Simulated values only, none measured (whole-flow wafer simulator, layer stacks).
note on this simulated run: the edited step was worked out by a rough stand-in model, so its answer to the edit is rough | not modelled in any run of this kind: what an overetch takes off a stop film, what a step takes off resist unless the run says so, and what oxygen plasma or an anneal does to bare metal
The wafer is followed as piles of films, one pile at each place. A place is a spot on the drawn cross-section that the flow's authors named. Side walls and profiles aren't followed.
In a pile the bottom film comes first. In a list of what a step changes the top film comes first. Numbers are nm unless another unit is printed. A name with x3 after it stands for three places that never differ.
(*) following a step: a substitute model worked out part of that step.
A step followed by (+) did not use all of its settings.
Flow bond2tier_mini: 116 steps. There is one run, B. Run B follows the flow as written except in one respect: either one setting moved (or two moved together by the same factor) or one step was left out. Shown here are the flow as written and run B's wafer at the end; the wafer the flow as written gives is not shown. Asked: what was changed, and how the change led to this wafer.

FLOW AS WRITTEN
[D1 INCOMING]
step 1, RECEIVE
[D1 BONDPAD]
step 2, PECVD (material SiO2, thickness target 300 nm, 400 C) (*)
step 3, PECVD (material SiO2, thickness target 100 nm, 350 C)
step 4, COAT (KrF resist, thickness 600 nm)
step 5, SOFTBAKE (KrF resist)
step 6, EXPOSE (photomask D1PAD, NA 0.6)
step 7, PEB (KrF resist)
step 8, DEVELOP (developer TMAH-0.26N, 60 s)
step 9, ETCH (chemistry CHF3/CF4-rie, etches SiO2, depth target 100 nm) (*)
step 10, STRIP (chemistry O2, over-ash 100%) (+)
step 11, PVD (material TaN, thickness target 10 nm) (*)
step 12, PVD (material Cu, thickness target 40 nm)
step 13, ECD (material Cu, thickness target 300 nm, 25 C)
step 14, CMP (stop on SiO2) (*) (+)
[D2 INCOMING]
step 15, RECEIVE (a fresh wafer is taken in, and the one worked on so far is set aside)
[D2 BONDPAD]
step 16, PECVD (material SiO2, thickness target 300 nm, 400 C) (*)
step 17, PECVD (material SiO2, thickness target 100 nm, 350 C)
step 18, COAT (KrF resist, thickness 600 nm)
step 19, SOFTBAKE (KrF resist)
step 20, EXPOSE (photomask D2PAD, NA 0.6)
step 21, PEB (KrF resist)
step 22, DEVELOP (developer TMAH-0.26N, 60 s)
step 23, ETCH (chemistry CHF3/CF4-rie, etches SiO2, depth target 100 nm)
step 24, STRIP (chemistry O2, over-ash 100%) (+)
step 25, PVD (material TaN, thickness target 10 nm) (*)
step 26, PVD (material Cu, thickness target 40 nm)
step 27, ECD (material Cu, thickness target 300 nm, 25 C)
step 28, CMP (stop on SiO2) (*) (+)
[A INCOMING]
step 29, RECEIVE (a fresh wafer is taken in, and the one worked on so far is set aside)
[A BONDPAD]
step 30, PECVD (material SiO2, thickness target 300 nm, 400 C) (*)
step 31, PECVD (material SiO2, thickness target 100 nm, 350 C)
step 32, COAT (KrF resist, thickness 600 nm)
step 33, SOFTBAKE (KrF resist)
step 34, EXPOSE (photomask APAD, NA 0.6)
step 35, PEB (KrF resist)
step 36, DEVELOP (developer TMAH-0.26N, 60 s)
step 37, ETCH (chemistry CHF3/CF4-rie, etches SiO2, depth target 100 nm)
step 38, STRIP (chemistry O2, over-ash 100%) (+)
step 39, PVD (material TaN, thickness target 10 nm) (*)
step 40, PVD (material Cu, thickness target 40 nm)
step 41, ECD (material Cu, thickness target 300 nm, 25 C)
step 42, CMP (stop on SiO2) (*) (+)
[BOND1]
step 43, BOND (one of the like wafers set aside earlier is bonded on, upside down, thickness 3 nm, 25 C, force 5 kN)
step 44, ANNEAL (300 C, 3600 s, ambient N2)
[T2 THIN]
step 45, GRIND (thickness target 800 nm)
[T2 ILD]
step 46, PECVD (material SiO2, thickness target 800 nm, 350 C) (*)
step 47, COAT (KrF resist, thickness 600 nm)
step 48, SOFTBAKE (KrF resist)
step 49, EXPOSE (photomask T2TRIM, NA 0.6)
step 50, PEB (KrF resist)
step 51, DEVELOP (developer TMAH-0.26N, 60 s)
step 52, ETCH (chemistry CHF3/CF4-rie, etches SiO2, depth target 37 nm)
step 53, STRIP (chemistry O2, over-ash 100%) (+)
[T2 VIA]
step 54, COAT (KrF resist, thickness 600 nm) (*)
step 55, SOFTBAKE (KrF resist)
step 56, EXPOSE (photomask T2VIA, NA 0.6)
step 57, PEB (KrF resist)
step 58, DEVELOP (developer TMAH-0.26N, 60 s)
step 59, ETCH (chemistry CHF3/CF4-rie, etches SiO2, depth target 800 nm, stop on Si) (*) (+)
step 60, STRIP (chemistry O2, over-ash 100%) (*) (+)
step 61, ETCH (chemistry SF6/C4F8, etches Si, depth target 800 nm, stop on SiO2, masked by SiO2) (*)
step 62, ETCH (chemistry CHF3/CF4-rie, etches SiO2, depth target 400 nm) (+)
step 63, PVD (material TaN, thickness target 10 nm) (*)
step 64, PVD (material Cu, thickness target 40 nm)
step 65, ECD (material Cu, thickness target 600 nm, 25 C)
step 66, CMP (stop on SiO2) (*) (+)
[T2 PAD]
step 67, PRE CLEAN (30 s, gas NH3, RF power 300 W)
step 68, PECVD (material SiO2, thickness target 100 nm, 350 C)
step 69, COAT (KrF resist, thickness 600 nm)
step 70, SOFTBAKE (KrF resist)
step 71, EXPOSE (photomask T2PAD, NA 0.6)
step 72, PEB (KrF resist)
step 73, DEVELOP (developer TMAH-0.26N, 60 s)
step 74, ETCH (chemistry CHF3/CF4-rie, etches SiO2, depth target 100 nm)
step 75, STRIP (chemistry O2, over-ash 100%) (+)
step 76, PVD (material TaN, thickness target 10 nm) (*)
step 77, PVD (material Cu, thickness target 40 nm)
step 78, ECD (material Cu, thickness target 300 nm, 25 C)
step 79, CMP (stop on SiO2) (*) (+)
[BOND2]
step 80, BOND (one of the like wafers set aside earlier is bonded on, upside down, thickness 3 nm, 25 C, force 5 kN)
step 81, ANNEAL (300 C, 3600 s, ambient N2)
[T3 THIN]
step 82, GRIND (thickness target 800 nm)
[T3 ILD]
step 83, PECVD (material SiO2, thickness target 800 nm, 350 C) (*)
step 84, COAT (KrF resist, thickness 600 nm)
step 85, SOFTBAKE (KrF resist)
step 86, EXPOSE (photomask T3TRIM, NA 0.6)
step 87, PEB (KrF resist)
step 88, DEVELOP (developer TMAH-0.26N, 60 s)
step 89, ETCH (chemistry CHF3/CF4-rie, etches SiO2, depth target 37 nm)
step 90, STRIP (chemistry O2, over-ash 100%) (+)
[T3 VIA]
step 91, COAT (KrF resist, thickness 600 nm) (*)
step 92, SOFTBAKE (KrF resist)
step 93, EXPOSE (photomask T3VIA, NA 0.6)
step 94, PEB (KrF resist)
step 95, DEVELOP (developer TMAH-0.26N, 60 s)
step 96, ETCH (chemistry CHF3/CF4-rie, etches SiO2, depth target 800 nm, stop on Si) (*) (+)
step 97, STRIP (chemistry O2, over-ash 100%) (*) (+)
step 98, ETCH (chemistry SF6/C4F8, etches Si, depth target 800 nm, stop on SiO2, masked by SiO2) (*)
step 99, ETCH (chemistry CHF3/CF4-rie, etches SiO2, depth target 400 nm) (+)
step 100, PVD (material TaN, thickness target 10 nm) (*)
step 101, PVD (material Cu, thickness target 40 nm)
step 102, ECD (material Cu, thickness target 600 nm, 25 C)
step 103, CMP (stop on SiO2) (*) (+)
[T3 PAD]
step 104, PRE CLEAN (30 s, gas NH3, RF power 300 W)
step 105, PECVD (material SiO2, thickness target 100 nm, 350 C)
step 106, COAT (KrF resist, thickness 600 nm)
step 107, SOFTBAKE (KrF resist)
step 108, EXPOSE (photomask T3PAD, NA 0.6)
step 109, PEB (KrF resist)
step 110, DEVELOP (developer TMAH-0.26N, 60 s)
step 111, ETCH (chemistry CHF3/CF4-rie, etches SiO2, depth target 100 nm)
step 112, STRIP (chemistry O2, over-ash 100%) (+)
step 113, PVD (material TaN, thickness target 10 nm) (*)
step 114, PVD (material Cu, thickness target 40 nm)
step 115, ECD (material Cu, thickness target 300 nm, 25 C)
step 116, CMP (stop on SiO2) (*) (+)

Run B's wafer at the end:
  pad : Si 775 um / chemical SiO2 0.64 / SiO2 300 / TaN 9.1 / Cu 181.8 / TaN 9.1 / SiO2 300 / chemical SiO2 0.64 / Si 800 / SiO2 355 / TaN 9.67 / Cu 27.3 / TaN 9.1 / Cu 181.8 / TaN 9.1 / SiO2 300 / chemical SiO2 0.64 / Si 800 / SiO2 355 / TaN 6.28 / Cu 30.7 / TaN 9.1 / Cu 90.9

The reason: step 100, PVD: thickness target 6.5 nm was run, though the flow has thickness target 10 nm.

The path from the change to this, step by step:
  step 100, PVD (material TaN, thickness target 10 nm) (*)
      field: TaN gains 6.5 (new film) (in the flow as written it would be: TaN gains 10 (new film))
      pad: TaN gains 6.28 (new film) (in the flow as written it would be: TaN gains 9.67 (new film))
  step 103, CMP (stop on SiO2) (*) (+)
      field: Cu loses 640 (all of it), TaN loses 6.5 (all of it) (in the flow as written it would be: Cu loses 640 (all of it), TaN loses 10 (all of it))
